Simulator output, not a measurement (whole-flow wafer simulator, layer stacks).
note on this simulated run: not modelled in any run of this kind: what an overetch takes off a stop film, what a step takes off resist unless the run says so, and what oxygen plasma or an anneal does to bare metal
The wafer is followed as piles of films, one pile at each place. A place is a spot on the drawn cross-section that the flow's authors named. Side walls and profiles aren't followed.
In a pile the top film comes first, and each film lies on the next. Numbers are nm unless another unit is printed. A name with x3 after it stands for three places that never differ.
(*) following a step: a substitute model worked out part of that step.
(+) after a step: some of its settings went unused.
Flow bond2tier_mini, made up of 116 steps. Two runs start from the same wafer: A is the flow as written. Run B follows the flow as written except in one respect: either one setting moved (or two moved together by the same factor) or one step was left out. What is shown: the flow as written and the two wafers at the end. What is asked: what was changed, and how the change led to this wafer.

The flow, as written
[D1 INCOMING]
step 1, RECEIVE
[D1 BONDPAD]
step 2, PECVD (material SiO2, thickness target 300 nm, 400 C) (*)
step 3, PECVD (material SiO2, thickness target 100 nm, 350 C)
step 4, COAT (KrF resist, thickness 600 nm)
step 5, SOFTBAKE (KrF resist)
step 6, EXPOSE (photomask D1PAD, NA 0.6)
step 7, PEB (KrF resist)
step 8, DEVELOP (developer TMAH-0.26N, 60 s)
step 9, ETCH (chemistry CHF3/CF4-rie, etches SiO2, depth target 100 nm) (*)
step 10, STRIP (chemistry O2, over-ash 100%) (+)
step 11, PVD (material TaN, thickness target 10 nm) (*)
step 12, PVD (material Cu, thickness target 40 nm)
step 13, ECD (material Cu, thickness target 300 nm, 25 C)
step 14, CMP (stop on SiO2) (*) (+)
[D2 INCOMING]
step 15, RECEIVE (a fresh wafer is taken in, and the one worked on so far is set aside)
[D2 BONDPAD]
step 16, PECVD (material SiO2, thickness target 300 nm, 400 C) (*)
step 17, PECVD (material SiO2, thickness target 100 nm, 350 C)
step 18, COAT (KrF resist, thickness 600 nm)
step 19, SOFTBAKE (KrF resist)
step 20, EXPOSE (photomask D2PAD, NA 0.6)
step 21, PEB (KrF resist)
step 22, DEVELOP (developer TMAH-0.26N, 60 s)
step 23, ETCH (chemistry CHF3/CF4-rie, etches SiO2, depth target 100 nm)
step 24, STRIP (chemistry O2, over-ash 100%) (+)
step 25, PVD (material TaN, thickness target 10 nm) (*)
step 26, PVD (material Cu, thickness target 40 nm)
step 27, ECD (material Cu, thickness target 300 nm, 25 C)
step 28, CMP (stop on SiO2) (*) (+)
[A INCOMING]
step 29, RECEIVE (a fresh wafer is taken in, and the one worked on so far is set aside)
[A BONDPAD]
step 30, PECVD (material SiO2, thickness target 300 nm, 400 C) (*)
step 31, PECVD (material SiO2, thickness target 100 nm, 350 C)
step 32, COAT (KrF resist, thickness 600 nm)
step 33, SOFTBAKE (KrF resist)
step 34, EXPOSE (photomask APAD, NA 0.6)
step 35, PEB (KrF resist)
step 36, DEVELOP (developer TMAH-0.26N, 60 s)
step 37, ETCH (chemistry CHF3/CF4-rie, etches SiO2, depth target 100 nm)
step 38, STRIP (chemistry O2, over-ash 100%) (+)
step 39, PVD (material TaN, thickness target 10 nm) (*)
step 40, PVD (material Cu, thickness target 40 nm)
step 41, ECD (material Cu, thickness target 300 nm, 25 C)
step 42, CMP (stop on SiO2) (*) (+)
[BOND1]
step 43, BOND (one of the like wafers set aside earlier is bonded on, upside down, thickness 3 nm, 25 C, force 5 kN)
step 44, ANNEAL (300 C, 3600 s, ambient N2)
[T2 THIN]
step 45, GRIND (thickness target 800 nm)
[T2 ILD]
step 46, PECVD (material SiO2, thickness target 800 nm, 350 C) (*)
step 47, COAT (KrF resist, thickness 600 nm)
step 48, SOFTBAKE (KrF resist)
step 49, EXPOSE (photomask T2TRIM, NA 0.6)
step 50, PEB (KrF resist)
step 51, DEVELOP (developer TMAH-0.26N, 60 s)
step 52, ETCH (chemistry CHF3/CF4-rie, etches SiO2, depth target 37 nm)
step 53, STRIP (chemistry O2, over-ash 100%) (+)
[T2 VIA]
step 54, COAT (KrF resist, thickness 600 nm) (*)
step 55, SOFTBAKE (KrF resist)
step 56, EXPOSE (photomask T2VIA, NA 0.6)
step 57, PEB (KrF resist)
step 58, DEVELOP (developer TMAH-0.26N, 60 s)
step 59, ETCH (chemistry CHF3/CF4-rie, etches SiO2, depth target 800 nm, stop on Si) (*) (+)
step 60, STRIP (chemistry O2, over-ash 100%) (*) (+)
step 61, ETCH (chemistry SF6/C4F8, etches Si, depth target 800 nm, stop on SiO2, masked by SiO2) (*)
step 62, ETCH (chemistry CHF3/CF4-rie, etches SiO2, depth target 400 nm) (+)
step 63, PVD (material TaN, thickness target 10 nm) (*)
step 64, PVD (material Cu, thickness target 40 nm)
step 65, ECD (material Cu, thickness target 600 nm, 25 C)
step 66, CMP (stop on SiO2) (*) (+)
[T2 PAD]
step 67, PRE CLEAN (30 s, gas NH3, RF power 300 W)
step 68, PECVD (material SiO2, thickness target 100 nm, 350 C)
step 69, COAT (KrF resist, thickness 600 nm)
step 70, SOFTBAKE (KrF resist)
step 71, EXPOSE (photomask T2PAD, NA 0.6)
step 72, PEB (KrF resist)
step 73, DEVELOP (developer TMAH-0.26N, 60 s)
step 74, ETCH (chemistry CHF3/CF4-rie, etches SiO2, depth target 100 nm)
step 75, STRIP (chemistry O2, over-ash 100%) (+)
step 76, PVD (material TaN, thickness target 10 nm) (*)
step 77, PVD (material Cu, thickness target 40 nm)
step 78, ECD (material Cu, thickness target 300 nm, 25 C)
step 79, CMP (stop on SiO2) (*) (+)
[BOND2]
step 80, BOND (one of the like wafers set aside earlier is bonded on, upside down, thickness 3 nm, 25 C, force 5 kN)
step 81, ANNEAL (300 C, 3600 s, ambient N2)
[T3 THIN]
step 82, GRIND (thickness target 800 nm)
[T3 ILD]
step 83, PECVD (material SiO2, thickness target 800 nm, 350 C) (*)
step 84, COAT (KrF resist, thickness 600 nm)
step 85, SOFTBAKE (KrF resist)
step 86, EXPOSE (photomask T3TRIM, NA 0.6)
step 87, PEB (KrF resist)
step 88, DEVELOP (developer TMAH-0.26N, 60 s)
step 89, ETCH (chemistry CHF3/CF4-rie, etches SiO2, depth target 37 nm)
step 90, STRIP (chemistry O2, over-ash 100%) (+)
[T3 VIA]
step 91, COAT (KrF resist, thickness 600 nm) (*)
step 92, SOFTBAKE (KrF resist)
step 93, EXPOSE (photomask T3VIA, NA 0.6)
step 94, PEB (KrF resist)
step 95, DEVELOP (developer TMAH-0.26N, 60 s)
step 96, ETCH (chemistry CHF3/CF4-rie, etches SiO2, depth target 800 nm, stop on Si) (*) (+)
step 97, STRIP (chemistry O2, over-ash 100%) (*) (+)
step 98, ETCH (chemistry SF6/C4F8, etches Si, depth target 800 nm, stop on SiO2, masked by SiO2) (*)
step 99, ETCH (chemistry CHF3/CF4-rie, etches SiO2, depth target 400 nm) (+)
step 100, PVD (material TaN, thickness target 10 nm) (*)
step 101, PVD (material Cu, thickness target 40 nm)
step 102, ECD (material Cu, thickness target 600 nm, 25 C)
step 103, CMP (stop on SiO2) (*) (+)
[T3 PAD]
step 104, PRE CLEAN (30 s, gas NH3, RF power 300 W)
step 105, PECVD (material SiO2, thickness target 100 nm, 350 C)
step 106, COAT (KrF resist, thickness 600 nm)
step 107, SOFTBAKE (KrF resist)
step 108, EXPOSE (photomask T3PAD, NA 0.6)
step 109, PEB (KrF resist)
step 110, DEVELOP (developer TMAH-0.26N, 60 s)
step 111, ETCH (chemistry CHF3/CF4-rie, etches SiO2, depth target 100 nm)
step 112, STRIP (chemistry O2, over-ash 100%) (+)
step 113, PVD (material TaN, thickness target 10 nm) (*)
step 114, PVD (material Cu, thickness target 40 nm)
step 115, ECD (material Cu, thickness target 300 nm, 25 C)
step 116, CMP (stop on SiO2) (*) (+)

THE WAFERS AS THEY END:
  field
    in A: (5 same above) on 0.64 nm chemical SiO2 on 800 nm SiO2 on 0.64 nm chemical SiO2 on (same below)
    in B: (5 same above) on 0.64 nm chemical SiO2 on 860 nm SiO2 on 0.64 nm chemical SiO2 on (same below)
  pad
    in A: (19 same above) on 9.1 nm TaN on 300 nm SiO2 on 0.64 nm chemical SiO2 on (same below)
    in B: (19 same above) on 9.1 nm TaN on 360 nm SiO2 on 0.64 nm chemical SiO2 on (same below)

Cause: step 31, PECVD: thickness target 160 nm was run, whereas the flow has thickness target 100 nm.

The path from the change to this, step by step:
  step 31, PECVD (material SiO2, thickness target 100 nm, 350 C)
      field, pad, via: A +100 SiO2 | B +160 SiO2
